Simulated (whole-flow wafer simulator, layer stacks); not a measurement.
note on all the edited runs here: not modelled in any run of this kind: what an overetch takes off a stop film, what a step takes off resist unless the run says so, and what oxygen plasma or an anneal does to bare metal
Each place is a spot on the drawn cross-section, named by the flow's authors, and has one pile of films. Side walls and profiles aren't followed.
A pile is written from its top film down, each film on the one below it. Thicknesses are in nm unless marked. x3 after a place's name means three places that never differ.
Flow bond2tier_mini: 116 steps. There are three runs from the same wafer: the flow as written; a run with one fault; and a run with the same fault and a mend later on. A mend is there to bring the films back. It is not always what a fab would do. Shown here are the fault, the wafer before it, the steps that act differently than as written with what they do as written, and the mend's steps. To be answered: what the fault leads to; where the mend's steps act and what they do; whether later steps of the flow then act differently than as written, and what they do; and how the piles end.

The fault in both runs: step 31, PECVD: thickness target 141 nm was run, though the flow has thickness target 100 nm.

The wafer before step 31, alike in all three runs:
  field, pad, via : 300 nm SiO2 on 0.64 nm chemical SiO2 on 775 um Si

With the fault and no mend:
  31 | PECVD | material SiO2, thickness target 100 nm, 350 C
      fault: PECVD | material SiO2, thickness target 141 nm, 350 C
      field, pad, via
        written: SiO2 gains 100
        fault: SiO2 gains 141
  Every later step of the flow that is run acts as written at every place that is followed.
  The piles end different from the flow's at field, pad by more than 2% or 0.5 nm, whichever is larger.
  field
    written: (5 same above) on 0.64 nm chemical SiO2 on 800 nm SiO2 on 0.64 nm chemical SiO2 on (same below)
    fault: (5 same above) on 0.64 nm chemical SiO2 on 841 nm SiO2 on 0.64 nm chemical SiO2 on (same below)
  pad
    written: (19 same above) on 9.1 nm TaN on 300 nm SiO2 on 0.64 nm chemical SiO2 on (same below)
    fault: (19 same above) on 9.1 nm TaN on 341 nm SiO2 on 0.64 nm chemical SiO2 on (same below)

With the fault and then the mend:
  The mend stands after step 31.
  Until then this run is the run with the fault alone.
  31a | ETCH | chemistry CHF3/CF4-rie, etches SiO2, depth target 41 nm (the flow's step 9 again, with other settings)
      field, pad, via
        SiO2 loses 41
  Every later step of the flow that is run acts as written at every place that is followed.
  The piles end the same as the flow's at every place that both follow.
